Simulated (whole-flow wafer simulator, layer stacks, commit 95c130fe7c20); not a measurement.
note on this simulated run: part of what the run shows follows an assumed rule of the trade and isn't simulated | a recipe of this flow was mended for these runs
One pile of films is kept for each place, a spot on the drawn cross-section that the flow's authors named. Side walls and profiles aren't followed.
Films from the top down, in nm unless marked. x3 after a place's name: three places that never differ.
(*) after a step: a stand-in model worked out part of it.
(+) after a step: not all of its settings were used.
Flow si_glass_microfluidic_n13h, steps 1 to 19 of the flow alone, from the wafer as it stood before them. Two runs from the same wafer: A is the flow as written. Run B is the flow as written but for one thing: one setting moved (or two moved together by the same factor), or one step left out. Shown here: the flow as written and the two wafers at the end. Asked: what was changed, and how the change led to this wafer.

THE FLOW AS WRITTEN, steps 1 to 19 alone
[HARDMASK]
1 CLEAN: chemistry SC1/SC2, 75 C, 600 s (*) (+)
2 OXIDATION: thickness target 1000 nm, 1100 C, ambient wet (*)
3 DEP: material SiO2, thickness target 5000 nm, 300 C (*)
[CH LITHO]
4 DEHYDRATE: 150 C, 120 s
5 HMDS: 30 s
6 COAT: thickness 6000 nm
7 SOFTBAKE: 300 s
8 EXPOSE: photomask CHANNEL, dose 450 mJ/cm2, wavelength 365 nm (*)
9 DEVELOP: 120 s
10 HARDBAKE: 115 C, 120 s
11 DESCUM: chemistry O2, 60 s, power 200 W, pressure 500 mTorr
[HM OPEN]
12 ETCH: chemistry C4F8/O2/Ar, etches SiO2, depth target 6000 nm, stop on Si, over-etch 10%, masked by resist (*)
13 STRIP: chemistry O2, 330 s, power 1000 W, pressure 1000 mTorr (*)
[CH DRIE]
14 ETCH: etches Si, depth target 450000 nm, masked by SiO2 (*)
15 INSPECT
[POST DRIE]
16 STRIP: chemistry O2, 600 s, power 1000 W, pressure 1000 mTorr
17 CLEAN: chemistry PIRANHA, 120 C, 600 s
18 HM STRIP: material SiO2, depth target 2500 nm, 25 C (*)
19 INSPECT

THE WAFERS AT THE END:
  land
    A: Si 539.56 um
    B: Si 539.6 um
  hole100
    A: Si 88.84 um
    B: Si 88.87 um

The cause: step 2, OXIDATION: thickness target 906 nm was run, where the flow has thickness target 1000 nm.

How the change led to this, step by step:
  2 OXIDATION: thickness target 1000 nm, 1100 C, ambient wet (*)
      land, hole100: A SiO2 +1000 (new film), chemical SiO2 -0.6 (all of it), Si -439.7 | B SiO2 +906 (new film), chemical SiO2 -0.6 (all of it), Si -398.4
  12 ETCH: chemistry C4F8/O2/Ar, etches SiO2, depth target 6000 nm, stop on Si, over-etch 10%, masked by resist (*)
      hole100: A SiO2 -6000 (all of it), Si -75 | B SiO2 -5906 (all of it), Si -86.8
  18 HM STRIP: material SiO2, depth target 2500 nm, 25 C (*)
      land: A SiO2 -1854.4 (all of it) | B SiO2 -1760.7 (all of it)
